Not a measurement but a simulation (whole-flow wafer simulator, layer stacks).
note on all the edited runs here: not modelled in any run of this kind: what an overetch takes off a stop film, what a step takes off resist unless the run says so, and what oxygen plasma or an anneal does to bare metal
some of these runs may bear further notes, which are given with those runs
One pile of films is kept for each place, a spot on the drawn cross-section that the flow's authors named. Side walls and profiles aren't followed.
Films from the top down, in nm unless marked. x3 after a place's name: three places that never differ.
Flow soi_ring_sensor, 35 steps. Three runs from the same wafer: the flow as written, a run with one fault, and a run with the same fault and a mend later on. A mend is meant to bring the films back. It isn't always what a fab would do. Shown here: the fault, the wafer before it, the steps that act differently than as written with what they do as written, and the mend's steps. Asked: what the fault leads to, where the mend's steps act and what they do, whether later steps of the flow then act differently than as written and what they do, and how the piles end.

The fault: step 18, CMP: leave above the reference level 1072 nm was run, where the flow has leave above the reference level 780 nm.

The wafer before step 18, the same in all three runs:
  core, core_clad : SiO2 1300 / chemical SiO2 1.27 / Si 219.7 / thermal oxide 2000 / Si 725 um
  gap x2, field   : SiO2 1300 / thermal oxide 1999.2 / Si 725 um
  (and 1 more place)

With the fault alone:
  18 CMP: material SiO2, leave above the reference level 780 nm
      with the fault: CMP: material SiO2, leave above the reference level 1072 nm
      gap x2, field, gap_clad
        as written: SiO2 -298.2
        with the fault: SiO2 -6.24
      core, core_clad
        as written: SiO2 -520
        with the fault: SiO2 -228
  Later steps of the flow that act differently than as written:
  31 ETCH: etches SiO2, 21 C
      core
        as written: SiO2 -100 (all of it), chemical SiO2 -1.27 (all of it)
        with the fault: SiO2 -392 (all of it), chemical SiO2 -1.27 (all of it)
  At the end the piles differ from the flow's by more than 2% or 0.5 nm, whichever is larger, at field, core_clad.
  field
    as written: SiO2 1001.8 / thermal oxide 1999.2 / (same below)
    with the fault: SiO2 1293.8 / thermal oxide 1999.2 / (same below)
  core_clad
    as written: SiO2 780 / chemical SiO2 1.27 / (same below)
    with the fault: SiO2 1072 / chemical SiO2 1.27 / (same below)

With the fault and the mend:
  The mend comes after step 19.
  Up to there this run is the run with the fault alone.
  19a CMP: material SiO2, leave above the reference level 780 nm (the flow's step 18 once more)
      core, gap x2, field, core_clad, gap_clad
        SiO2 -292
  No later step of the flow acts differently than as written at any place that is followed.
  At the end the piles are the same as the flow's at every place that both follow.
